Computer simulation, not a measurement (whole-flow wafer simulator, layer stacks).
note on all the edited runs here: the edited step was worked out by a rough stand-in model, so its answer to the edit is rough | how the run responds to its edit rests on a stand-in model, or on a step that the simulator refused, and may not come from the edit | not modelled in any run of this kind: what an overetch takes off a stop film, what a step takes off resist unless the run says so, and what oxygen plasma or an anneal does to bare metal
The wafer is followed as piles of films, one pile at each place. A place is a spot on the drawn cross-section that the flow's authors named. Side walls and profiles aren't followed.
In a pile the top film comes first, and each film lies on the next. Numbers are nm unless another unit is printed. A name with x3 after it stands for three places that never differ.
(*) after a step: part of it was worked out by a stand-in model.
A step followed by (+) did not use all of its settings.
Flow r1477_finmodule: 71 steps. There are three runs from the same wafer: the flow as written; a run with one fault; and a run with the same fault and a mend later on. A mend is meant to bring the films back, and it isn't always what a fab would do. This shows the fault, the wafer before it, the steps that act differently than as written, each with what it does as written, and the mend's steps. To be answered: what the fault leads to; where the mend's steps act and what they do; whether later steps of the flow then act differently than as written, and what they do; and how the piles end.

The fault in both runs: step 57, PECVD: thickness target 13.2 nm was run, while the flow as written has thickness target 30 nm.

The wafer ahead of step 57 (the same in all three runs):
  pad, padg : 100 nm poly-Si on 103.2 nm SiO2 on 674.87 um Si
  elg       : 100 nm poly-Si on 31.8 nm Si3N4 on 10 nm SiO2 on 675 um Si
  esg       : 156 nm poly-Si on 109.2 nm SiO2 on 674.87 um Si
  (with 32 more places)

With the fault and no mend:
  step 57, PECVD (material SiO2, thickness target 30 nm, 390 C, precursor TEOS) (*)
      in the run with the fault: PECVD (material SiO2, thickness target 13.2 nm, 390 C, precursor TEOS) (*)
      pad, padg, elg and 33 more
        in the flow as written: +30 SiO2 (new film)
        in the run with the fault: +13.2 SiO2 (new film)
  Steps later in the flow that act otherwise than as written (not shown: 3 more steps that differ only slightly, by at most 2% or 0.5 nm, whichever is larger):
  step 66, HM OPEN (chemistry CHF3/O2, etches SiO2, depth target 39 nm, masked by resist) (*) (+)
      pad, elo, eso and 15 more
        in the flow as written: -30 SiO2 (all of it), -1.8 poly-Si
        in the run with the fault: -13.2 SiO2 (all of it), -1.32 poly-Si
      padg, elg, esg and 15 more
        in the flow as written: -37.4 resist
        in the run with the fault: -19 resist
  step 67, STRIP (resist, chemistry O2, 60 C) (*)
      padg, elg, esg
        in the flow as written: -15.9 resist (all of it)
        in the run with the fault: -34.3 resist (all of it)
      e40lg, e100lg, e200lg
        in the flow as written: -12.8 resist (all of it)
        in the run with the fault: -31.2 resist (all of it)
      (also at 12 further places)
  The piles end different from the flow's at padg, elg, esg and 15 more by more than 2% or 0.5 nm, whichever is larger.
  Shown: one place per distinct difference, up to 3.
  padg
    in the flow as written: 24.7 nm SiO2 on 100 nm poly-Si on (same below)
    in the run with the fault: 7.9 nm SiO2 on 100 nm poly-Si on (same below)
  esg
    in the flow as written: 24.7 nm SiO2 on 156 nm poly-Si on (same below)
    in the run with the fault: 7.9 nm SiO2 on 156 nm poly-Si on (same below)
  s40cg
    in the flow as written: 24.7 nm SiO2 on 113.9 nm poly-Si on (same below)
    in the run with the fault: 7.9 nm SiO2 on 113.9 nm poly-Si on (same below)

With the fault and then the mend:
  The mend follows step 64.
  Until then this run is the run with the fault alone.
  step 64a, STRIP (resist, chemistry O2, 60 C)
      padg, elg, esg
        -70 resist (all of it)
      e40lg, e100lg, e200lg
        -66.9 resist (all of it)
      s40sg, s45sg
        -91 resist (all of it)
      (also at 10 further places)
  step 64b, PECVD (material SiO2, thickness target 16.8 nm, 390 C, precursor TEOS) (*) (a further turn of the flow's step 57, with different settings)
      pad, padg, elg and 33 more
        +16.8 SiO2
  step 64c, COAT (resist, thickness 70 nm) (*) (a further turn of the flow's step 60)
      e40lg, e100lg, e200lg, elo, e40lo, e100lo, e200lo
        +66.9 resist (new film)
      pad, padg, elg, esg
        +70 resist (new film)
      s40sg, s45sg, s40so, s45so
        +91 resist (new film)
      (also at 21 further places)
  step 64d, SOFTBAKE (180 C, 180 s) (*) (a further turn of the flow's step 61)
      alters no film at any place that is followed
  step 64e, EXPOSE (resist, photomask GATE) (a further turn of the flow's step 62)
      alters no film at any place that is followed
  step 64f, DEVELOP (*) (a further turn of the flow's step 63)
      elo, e40lo, e100lo, e200lo
        -66.9 resist (all of it)
      eso, e40so
        -129.5 resist (all of it)
      s40so, s45so
        -91 resist (all of it)
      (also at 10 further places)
  None of the later steps of the flow acts differently than as written at any place that is followed.
  At every place that both follow, the piles at the end match the flow's.
